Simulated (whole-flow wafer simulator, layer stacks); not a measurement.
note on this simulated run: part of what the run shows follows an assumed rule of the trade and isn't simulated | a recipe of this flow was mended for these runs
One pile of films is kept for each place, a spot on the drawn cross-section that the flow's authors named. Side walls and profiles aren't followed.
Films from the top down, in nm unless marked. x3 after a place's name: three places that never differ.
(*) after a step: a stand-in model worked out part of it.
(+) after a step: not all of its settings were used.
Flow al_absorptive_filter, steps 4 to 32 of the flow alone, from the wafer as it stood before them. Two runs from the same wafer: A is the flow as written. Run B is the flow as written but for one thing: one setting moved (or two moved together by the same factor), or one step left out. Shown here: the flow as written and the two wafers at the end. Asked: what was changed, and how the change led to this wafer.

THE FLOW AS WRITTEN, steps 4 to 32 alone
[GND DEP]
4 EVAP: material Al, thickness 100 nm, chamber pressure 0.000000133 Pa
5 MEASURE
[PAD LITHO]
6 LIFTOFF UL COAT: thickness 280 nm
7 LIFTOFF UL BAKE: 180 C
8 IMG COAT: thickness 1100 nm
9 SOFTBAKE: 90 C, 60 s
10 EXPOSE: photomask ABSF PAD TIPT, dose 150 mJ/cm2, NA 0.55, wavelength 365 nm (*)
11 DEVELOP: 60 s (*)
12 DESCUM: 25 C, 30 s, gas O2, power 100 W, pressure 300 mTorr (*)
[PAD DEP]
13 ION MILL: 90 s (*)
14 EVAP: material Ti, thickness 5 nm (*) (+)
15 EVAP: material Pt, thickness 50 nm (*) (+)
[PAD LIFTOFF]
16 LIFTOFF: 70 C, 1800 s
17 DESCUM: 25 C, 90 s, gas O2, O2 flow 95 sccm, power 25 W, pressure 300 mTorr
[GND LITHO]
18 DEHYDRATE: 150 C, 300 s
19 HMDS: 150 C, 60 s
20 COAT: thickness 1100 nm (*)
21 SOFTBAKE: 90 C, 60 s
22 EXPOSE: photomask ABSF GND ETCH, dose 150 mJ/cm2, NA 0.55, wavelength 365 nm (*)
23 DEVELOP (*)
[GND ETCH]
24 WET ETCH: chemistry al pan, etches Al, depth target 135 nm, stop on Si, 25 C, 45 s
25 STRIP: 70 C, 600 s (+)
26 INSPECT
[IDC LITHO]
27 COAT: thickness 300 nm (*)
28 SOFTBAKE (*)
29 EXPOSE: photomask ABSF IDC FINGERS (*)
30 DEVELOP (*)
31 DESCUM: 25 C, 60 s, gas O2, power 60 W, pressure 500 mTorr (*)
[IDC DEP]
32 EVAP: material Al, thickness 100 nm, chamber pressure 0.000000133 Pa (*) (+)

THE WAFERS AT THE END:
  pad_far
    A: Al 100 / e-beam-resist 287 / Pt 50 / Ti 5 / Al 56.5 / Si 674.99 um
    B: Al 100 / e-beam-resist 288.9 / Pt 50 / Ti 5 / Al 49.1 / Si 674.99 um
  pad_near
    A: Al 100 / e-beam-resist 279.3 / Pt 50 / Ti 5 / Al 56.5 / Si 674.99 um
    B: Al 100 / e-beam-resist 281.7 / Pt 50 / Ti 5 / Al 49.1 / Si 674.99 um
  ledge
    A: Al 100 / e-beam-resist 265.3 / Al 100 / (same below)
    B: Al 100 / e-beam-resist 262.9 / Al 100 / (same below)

The cause: step 13, ION MILL: 112 s was run, where the flow has 90 s.

How the change led to this, step by step:
  13 ION MILL: 90 s (*)
      gnd, ledge, res, xa_field x4, xl_gap, xl_turn, idc_field x2, idc_line: A i-line-resist -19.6 | B i-line-resist -24.4
      pad_far, pad_near: A Al -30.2 | B Al -37.5
